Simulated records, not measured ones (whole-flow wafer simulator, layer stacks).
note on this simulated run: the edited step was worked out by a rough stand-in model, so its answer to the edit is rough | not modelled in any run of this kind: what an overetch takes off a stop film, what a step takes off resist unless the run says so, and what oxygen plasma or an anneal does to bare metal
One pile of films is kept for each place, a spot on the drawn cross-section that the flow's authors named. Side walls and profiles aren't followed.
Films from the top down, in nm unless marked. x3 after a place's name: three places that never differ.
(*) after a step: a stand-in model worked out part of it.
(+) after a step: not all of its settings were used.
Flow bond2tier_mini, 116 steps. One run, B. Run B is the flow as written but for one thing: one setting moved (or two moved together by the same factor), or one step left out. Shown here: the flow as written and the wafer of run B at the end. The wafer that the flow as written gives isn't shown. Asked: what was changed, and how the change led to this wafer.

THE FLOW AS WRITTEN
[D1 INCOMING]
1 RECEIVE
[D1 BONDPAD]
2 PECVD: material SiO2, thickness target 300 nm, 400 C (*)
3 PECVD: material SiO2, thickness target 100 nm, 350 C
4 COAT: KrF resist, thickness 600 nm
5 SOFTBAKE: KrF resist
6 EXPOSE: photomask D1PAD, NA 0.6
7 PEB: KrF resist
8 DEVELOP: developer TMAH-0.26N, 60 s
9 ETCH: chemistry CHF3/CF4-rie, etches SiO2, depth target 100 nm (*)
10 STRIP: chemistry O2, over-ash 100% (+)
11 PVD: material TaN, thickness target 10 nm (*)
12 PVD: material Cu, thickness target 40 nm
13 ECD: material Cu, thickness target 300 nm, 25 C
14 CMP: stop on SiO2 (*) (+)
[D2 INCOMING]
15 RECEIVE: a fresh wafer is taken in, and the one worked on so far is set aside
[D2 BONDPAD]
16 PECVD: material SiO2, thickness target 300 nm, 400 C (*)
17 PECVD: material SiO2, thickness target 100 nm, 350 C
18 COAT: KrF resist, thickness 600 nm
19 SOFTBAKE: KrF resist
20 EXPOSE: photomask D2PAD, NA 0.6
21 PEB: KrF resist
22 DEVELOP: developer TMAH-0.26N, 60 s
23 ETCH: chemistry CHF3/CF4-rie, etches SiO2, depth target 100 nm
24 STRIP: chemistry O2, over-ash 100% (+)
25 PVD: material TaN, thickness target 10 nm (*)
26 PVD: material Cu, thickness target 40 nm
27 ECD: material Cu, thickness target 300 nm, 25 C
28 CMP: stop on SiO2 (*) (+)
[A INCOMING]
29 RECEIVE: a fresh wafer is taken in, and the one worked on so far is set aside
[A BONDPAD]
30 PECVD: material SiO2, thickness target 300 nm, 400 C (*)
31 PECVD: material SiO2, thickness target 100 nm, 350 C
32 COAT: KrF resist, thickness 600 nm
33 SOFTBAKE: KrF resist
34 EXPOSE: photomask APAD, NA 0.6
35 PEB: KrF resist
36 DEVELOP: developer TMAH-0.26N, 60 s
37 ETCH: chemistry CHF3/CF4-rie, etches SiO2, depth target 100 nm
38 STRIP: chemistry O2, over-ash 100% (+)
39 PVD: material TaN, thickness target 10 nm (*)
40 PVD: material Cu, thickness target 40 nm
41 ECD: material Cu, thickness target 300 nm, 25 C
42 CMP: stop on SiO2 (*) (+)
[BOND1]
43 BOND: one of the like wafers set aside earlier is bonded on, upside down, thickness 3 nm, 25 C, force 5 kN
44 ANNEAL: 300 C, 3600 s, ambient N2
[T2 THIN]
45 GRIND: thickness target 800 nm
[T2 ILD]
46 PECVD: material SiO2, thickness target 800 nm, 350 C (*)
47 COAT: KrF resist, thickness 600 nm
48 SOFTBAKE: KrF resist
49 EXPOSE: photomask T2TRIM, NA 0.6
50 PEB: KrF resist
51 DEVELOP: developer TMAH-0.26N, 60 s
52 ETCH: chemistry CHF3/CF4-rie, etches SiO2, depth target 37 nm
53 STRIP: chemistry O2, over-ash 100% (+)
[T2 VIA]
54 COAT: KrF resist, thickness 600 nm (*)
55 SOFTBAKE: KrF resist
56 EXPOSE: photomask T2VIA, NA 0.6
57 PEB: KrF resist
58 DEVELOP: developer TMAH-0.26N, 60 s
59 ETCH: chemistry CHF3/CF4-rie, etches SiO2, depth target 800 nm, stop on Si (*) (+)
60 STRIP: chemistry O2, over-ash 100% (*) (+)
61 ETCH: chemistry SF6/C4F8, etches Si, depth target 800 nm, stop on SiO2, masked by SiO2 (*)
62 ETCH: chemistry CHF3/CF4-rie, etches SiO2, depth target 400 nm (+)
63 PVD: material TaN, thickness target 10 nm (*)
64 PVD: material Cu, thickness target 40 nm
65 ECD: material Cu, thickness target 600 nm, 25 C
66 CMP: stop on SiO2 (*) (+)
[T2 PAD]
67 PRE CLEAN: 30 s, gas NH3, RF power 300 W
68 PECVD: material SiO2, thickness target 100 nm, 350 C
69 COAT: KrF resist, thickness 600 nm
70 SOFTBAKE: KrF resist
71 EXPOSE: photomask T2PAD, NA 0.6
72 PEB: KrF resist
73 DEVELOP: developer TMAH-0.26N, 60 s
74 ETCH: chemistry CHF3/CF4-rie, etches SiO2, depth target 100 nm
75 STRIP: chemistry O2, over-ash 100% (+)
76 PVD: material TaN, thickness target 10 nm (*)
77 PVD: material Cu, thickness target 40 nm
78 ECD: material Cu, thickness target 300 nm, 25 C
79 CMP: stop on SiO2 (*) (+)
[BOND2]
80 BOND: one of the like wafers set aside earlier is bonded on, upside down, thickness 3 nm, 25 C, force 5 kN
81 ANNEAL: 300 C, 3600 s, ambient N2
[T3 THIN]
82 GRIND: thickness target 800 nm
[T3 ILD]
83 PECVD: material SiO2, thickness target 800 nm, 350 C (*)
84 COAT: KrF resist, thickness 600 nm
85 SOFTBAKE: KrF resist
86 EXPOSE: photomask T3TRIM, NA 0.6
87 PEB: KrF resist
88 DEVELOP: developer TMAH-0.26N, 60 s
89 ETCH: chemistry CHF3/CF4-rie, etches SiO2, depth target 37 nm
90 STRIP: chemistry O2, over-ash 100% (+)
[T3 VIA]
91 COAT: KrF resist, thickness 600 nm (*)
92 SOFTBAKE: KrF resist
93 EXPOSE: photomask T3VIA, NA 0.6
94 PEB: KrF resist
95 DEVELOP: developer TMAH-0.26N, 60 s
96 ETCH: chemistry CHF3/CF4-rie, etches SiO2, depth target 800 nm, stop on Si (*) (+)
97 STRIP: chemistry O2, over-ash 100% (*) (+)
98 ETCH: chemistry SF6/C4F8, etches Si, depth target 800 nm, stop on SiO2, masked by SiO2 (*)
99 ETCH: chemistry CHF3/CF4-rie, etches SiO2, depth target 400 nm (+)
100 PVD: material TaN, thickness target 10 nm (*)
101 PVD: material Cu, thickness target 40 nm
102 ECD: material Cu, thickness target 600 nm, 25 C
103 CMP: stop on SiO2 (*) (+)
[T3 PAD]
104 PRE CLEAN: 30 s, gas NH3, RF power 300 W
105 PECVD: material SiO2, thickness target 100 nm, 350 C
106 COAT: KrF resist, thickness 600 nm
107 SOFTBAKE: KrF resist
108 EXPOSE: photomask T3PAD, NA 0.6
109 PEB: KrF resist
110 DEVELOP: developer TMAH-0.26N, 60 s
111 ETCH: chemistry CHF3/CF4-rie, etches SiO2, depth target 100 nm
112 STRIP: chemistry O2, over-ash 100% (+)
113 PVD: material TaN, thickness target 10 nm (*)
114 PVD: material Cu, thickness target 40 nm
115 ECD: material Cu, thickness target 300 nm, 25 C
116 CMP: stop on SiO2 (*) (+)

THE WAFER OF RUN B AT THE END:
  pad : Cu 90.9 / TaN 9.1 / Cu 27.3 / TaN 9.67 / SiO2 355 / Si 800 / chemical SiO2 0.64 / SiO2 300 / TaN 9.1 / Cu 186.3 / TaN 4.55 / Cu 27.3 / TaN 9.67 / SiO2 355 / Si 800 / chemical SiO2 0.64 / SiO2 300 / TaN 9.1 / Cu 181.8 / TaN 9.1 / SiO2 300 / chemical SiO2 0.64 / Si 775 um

The cause: step 76, PVD: thickness target 5 nm was run, where the flow has thickness target 10 nm.

How the change led to this, step by step:
  76 PVD: material TaN, thickness target 10 nm (*)
      field: TaN +5 (new film) (as written it would be: TaN +10 (new film))
      pad: TaN +4.55 (new film) (as written it would be: TaN +9.1 (new film))
  79 CMP: stop on SiO2 (*) (+)
      field: Cu -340 (all of it), TaN -5 (all of it) (as written it would be: Cu -340 (all of it), TaN -10 (all of it))
